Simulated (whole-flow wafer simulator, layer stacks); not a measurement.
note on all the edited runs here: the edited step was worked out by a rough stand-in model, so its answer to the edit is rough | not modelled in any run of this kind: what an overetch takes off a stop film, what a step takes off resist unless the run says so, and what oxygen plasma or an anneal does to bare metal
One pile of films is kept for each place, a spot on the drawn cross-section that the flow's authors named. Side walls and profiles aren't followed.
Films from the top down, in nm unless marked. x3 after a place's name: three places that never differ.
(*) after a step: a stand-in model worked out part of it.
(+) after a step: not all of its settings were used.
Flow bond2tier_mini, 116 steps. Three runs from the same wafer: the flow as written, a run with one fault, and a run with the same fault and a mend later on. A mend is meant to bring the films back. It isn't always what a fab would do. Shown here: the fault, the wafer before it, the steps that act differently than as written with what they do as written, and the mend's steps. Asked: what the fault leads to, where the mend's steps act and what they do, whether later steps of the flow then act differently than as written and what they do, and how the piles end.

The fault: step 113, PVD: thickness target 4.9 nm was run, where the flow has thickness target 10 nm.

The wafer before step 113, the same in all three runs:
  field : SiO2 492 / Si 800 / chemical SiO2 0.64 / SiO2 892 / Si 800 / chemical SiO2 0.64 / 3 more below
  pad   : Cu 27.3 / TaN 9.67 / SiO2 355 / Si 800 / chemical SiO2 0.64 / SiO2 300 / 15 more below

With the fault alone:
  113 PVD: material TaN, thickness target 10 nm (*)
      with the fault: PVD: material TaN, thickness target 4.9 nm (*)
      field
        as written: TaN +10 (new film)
        with the fault: TaN +4.9 (new film)
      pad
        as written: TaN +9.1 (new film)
        with the fault: TaN +4.46 (new film)
  Later steps of the flow that act differently than as written (1 more step differs only slightly, by at most 2% or 0.5 nm, whichever is larger, and isn't shown):
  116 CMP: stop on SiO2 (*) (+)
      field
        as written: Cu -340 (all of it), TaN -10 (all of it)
        with the fault: Cu -340 (all of it), TaN -4.9 (all of it)
  At the end the piles differ from the flow's by more than 2% or 0.5 nm, whichever is larger, at pad.
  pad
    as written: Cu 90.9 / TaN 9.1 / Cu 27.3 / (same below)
    with the fault: Cu 95.5 / TaN 4.46 / Cu 27.3 / (same below)

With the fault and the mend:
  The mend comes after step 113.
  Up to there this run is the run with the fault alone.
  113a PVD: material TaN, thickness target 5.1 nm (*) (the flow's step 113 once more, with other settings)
      field
        TaN +5.1
      pad
        TaN +4.64
  No later step of the flow acts differently than as written at any place that is followed.
  At the end the piles are the same as the flow's at every place that both follow.
